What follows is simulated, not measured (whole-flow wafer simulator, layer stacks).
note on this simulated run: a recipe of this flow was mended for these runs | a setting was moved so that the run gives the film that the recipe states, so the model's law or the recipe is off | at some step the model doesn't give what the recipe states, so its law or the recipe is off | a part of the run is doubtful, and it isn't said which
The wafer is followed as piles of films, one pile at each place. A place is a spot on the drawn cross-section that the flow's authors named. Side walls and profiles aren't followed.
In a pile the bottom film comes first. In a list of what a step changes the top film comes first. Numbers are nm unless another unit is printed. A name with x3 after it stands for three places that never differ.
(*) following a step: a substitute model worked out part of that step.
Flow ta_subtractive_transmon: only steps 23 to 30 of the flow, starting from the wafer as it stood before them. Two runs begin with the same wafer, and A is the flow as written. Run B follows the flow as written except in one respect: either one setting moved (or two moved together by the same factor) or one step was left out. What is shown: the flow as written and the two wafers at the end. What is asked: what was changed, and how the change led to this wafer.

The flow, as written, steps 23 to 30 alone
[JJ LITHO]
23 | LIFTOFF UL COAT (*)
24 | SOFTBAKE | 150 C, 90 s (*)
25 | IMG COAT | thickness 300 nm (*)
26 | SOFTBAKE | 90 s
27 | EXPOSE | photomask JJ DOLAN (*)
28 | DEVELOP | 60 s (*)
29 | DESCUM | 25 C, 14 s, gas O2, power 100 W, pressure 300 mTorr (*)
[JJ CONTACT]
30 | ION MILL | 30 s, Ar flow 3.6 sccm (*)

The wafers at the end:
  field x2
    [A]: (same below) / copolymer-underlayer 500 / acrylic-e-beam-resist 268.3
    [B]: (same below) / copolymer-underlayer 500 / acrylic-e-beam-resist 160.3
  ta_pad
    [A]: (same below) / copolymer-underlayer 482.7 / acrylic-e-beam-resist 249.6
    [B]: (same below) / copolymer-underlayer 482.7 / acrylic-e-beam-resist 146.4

Cause: step 25, IMG COAT: thickness 192 nm was run, whereas the flow has thickness 300 nm.

Step by step, how the change led to this:
  25 | IMG COAT | thickness 300 nm (*)
      field x2, jj_line: A acrylic-e-beam-resist gains 300 (new film) | B acrylic-e-beam-resist gains 192 (new film)
      lead: A acrylic-e-beam-resist gains 312.5 (new film) | B acrylic-e-beam-resist gains 201.4 (new film)
      (also at 2 further places)
  28 | DEVELOP | 60 s (*)
      jj_line: A acrylic-e-beam-resist loses 300 (all of it), copolymer-underlayer loses 500 (all of it) | B acrylic-e-beam-resist loses 192 (all of it), copolymer-underlayer loses 500 (all of it)
      lead: A acrylic-e-beam-resist loses 312.5 (all of it), copolymer-underlayer loses 554.7 (all of it) | B acrylic-e-beam-resist loses 201.4 (all of it), copolymer-underlayer loses 554.7 (all of it)
      (also at 1 further place)
